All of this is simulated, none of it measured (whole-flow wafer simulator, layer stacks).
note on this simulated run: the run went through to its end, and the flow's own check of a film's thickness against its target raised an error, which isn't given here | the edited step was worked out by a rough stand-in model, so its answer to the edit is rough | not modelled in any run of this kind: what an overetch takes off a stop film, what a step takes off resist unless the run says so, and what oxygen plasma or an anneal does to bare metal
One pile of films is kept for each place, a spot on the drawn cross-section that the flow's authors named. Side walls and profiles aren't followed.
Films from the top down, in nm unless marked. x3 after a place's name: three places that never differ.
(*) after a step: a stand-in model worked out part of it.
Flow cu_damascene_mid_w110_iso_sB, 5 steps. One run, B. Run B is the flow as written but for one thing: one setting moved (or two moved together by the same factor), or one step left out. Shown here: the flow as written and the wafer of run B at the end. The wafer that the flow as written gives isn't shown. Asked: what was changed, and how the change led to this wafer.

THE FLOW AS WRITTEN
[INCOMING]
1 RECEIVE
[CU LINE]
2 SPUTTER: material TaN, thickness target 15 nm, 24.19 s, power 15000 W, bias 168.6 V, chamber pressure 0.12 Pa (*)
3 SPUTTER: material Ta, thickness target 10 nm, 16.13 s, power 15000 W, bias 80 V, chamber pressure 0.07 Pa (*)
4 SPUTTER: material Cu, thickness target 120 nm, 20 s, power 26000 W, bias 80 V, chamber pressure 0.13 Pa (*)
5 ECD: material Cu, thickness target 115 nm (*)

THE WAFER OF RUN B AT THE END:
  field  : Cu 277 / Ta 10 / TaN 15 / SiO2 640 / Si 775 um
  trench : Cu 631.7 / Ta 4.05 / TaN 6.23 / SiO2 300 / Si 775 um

The cause: step 4, SPUTTER: thickness target 162 nm was run, where the flow has thickness target 120 nm; step 4, SPUTTER: 27 s was run, where the flow has 20 s.

How the change led to this, step by step:
  4 SPUTTER: material Cu, thickness target 120 nm, 20 s, power 26000 W, bias 80 V, chamber pressure 0.13 Pa (*)
      field: Cu +162 (new film) (as written it would be: Cu +120 (new film))
      trench: Cu +67.4 (new film) (as written it would be: Cu +49.9 (new film))
  5 ECD: material Cu, thickness target 115 nm (*)
      trench: Cu +564.3 (as written it would be: Cu +539.8)
